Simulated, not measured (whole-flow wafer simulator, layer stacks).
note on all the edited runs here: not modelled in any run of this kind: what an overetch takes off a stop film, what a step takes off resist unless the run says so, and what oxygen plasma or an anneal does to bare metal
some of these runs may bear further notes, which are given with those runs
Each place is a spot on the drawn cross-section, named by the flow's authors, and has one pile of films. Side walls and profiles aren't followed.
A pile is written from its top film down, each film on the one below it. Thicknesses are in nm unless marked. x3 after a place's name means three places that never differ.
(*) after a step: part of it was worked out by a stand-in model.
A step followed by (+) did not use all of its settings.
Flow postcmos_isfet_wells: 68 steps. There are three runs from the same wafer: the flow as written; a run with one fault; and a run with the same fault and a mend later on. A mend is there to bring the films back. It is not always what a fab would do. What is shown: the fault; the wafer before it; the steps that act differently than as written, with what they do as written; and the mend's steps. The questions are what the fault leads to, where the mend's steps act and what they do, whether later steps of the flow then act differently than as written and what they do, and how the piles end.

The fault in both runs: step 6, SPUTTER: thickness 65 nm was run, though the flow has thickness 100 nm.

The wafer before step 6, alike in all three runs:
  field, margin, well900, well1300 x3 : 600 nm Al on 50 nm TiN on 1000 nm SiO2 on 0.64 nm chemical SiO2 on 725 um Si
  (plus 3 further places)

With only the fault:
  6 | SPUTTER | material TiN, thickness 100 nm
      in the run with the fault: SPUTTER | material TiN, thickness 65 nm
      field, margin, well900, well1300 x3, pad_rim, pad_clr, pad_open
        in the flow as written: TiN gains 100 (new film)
        in the run with the fault: TiN gains 65 (new film)
  Steps later in the flow that act otherwise than as written (not shown: 1 more step that differs only slightly, by at most 2% or 0.5 nm, whichever is larger):
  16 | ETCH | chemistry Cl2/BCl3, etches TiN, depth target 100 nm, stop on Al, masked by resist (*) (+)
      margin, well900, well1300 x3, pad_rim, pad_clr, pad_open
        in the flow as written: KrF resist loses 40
        in the run with the fault: KrF resist loses 39
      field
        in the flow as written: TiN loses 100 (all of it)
        in the run with the fault: TiN loses 65 (all of it)
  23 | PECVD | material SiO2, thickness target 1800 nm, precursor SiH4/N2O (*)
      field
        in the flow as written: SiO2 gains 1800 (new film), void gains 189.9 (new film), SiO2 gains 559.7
        in the run with the fault: SiO2 gains 1800 (new film), void gains 163.8 (new film), SiO2 gains 550.8
  By the end, the piles at field, margin, well900, well1300 x3, pad_rim, pad_clr, pad_open depart from the flow's by more than 2% or 0.5 nm, whichever is larger.
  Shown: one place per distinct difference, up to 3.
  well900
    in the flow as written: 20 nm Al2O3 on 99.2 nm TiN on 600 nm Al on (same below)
    in the run with the fault: 20 nm Al2O3 on 64.2 nm TiN on 600 nm Al on (same below)
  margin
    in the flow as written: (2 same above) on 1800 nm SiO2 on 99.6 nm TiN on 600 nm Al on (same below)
    in the run with the fault: (2 same above) on 1800 nm SiO2 on 64.6 nm TiN on 600 nm Al on (same below)
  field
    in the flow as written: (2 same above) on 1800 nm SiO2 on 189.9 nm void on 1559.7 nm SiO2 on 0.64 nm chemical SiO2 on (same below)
    in the run with the fault: (2 same above) on 1800 nm SiO2 on 163.8 nm void on 1550.8 nm SiO2 on 0.64 nm chemical SiO2 on (same below)

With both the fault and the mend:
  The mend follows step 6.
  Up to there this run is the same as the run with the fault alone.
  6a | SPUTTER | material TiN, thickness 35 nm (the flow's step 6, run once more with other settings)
      field, margin, well900, well1300 x3, pad_rim, pad_clr, pad_open
        TiN gains 35
  None of the later steps of the flow acts differently than as written at any place that is followed.
  The piles end the same as the flow's at every place that both follow.
